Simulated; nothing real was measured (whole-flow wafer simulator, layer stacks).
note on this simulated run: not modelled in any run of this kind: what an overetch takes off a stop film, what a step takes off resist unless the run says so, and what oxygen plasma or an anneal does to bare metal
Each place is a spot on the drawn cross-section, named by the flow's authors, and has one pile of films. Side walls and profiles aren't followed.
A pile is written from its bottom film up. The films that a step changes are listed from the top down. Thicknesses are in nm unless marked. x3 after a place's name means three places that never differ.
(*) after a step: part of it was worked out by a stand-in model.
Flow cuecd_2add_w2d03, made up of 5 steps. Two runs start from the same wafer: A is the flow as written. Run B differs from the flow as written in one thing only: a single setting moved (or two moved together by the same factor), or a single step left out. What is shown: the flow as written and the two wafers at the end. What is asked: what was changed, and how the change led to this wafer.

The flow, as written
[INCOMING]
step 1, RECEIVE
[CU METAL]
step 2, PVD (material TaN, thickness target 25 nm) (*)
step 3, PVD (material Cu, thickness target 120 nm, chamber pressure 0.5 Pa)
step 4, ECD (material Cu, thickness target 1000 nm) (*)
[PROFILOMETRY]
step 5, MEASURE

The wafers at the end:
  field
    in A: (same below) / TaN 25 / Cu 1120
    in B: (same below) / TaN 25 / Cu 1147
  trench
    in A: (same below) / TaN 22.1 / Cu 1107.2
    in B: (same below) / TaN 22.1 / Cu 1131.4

What caused this: step 3, PVD: thickness target 147 nm was run, though the flow has thickness target 120 nm.

Step by step, how the change led to this:
  step 3, PVD (material Cu, thickness target 120 nm, chamber pressure 0.5 Pa)
      field: A Cu gains 120 (new film) | B Cu gains 147 (new film)
      trench: A Cu gains 107.2 (new film) | B Cu gains 131.4 (new film)
